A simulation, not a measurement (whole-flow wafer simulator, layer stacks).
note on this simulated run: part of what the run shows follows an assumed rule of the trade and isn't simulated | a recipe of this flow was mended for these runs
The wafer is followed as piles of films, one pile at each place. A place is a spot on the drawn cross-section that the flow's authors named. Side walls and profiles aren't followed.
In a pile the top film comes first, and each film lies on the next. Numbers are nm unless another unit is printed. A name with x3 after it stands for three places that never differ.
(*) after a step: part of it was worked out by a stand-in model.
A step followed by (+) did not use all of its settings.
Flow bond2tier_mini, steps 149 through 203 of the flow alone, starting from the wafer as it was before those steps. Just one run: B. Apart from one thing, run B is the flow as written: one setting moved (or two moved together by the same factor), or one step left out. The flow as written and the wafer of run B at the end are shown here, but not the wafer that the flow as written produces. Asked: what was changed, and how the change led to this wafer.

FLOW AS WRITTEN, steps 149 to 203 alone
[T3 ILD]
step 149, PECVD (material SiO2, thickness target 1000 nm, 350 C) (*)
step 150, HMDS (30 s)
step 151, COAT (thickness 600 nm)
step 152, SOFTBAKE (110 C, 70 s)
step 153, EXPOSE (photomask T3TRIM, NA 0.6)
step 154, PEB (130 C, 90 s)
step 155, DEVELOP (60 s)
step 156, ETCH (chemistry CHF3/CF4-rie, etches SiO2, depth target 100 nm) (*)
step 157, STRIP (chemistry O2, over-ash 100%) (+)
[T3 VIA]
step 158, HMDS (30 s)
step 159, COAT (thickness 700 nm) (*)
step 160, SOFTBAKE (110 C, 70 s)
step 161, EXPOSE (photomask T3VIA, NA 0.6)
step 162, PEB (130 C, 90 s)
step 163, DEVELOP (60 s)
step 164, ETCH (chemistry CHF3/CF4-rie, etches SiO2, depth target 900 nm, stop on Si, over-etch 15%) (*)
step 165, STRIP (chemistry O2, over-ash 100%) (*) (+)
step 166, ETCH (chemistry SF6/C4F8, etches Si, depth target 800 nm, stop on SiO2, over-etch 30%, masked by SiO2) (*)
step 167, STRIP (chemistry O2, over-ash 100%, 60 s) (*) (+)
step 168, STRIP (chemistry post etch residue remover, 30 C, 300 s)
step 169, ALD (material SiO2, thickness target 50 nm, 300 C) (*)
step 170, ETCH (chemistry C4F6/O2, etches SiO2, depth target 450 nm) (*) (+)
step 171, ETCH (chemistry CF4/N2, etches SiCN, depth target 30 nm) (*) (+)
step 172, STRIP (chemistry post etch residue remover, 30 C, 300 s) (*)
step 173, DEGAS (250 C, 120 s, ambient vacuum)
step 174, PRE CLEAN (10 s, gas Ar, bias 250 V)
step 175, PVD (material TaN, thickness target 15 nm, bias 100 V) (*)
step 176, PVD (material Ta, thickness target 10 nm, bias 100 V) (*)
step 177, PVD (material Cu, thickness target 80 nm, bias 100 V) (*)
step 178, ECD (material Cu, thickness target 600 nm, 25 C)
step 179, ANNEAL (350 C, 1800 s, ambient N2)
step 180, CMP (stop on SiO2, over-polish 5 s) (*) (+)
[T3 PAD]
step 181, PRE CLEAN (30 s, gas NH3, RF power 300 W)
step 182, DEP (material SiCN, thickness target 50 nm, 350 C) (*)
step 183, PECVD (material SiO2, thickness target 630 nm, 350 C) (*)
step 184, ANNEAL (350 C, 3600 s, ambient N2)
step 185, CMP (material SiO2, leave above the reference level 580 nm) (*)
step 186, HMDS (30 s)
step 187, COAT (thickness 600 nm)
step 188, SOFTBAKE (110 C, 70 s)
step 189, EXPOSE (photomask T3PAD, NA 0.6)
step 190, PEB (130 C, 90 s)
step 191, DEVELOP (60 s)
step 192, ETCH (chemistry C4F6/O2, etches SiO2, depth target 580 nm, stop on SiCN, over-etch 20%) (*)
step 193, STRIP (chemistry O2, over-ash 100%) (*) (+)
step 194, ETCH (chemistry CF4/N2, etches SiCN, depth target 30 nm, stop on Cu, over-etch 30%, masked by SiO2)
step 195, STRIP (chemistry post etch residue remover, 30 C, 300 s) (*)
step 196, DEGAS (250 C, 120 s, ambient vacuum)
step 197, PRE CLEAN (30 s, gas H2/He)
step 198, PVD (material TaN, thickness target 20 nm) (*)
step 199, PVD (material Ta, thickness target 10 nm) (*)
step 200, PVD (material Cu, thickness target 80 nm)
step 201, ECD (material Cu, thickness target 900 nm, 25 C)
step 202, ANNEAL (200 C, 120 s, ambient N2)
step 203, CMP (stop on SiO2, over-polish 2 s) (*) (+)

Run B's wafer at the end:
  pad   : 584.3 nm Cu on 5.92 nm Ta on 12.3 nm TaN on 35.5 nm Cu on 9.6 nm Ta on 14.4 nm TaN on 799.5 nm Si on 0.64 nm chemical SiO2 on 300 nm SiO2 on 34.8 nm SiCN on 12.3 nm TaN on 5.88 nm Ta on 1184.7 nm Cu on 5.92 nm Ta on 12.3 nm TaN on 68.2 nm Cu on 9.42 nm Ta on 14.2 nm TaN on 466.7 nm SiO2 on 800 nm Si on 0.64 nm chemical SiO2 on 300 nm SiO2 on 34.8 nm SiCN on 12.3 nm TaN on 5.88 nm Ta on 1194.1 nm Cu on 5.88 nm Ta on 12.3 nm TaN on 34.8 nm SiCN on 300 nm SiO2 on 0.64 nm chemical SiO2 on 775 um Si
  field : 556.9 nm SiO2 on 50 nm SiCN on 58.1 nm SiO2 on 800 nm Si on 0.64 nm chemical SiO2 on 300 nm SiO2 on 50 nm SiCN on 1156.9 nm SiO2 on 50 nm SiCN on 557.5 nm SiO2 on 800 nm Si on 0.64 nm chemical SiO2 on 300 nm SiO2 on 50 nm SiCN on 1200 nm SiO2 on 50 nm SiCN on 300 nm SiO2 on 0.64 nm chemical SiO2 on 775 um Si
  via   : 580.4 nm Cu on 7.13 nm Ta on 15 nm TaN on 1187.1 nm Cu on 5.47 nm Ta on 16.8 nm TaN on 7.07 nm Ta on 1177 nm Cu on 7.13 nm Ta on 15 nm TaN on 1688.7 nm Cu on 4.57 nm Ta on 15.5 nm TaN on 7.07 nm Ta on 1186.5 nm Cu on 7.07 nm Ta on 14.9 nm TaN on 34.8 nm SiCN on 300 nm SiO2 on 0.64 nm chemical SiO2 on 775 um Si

The reason: step 149, PECVD: thickness target 500 nm was run, whereas the flow has thickness target 1000 nm.

The path from the change to this, step by step:
  step 149, PECVD (material SiO2, thickness target 1000 nm, 350 C) (*)
      field, pad, via: +500 SiO2 (new film) (as written it would have been: +1000 SiO2 (new film))
  step 164, ETCH (chemistry CHF3/CF4-rie, etches SiO2, depth target 900 nm, stop on Si, over-etch 15%) (*)
      field, pad: -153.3 thick-KrF-resist (as written it would have been: -345 thick-KrF-resist)
      via: -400 SiO2 (all of it), -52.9 Si (as written it would have been: -900 SiO2 (all of it), -11.2 Si)
  step 165, STRIP (chemistry O2, over-ash 100%) (*) (+)
      field: -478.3 thick-KrF-resist (all of it) (as written it would have been: -286.6 thick-KrF-resist (all of it))
      pad: -564.6 thick-KrF-resist (all of it) (as written it would have been: -372.9 thick-KrF-resist (all of it))
  step 166, ETCH (chemistry SF6/C4F8, etches Si, depth target 800 nm, stop on SiO2, over-etch 30%, masked by SiO2) (*)
      field, pad: -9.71 SiO2 (as written it would have been: -10.3 SiO2)
      via: -747.1 Si (all of it), -0.64 chemical SiO2 (all of it), -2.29 SiO2 (as written it would have been: -788.8 Si (all of it), -0.64 chemical SiO2 (all of it), -1.87 SiO2)
  step 170, ETCH (chemistry C4F6/O2, etches SiO2, depth target 450 nm) (*) (+)
      pad: -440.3 SiO2 (all of it), -0.49 Si (as written it would have been: -450 SiO2)
  step 171, ETCH (chemistry CF4/N2, etches SiCN, depth target 30 nm) (*) (+)
      pad: nothing (as written it would have been: -20 SiO2)
  step 174, PRE CLEAN (10 s, gas Ar, bias 250 V)
      pad: nothing (as written it would have been: -3 SiO2)
  step 175, PVD (material TaN, thickness target 15 nm, bias 100 V) (*)
      via: +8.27 TaN (as written it would have been: +6.94 TaN)
  step 176, PVD (material Ta, thickness target 10 nm, bias 100 V) (*)
      via: +5.47 Ta (new film) (as written it would have been: +4.57 Ta (new film))
  step 177, PVD (material Cu, thickness target 80 nm, bias 100 V) (*)
      via: +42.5 Cu (new film) (as written it would have been: +35 Cu (new film))
  step 178, ECD (material Cu, thickness target 600 nm, 25 C)
      pad: +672 Cu (as written it would have been: +706.1 Cu)
      via: +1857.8 Cu (as written it would have been: +2367 Cu)
